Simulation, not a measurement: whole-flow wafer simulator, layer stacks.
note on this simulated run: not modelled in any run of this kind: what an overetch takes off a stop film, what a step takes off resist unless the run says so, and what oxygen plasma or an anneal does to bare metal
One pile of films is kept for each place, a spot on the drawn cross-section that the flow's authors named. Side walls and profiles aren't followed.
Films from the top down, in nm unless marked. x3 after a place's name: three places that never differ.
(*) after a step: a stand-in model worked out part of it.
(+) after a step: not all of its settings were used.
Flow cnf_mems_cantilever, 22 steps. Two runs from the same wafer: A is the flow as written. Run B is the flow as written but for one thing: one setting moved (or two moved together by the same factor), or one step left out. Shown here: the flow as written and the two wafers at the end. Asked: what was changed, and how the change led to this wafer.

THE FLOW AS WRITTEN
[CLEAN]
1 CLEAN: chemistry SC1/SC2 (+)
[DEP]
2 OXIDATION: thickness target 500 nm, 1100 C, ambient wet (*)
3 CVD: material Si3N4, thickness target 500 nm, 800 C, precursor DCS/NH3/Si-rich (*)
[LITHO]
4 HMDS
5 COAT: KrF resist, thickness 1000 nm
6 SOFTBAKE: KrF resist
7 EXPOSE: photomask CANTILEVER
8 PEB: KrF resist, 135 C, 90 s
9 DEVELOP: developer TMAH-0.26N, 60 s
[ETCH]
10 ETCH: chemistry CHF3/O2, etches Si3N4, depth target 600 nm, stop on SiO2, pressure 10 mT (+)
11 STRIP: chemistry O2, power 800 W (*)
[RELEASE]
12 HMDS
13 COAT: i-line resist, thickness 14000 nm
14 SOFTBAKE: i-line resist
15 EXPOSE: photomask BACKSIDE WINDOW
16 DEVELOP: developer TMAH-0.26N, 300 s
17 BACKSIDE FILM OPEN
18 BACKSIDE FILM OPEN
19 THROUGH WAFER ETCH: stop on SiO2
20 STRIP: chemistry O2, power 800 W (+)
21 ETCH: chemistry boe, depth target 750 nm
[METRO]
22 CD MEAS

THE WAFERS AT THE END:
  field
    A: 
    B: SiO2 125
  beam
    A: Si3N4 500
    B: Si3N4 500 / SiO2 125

The cause: step 21, ETCH: depth target 375 nm was run, where the flow has depth target 750 nm.

How the change led to this, step by step:
  21 ETCH: chemistry boe, depth target 750 nm
      field: A SiO2 -500 (all of it) | B SiO2 -375
      beam: A under 1 film: SiO2 -500 (all of it) | B under 1 film: SiO2 -375
